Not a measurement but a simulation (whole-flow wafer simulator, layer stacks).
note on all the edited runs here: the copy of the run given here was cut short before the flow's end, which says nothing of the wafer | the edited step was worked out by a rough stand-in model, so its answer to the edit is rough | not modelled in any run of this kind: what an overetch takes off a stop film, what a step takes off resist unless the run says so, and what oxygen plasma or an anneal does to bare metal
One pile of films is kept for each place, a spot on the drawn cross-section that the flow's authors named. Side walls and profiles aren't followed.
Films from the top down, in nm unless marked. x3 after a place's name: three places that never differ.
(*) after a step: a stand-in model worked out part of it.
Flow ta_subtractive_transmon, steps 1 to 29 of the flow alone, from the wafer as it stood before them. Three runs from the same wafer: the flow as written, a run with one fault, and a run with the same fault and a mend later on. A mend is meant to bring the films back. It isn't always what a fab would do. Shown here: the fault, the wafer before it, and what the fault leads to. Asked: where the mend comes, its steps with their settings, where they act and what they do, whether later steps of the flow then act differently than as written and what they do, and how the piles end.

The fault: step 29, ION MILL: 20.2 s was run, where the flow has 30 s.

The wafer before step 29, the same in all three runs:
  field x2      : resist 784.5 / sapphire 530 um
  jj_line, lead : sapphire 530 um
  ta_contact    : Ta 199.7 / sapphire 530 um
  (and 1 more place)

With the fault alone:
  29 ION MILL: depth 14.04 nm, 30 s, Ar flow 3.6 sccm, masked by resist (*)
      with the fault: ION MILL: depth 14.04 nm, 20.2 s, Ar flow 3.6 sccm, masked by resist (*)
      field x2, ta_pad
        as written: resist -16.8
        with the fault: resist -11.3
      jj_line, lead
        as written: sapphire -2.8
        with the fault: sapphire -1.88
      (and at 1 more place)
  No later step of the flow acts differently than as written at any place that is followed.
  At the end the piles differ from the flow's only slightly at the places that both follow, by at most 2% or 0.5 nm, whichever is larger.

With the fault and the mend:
  The mend comes after step 29.
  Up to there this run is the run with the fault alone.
  29a ION MILL: depth 14.04 nm, 9.8 s, Ar flow 3.6 sccm, masked by resist (*) (the flow's step 29 once more, with other settings)
      field x2, ta_pad
        resist -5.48
      jj_line, lead
        sapphire -0.91
      ta_contact
        Ta -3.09
  No later step of the flow acts differently than as written at any place that is followed.
  At the end the piles are the same as the flow's at every place that both follow.
